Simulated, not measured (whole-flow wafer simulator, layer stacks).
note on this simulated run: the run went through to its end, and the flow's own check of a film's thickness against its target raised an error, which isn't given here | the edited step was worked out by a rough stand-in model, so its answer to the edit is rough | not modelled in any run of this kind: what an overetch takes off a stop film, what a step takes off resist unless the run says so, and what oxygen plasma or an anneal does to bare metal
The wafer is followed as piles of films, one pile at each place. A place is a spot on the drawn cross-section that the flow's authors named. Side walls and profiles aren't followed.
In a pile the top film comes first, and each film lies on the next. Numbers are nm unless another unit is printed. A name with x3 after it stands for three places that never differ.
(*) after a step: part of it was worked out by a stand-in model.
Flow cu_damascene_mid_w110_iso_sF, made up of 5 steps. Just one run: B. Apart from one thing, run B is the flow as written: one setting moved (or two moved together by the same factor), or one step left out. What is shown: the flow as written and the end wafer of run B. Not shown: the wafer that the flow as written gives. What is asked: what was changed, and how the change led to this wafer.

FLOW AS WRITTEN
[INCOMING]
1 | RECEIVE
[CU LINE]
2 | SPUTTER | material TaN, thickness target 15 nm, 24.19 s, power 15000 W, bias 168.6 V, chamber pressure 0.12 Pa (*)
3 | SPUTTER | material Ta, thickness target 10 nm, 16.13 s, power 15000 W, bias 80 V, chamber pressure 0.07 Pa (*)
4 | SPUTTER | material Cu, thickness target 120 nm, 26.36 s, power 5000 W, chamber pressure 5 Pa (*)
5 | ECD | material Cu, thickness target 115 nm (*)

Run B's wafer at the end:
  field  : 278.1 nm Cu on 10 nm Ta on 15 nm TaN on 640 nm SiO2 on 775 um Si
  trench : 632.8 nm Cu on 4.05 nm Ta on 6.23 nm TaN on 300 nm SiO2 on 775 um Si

Cause: step 5, ECD: thickness target 158.1 nm was run, though the flow has thickness target 115 nm.

The path from the change to this, step by step:
  5 | ECD | material Cu, thickness target 115 nm (*)
      field: +158.1 Cu (as written it would have been: +115 Cu)
      trench: +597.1 Cu (as written it would have been: +554 Cu)
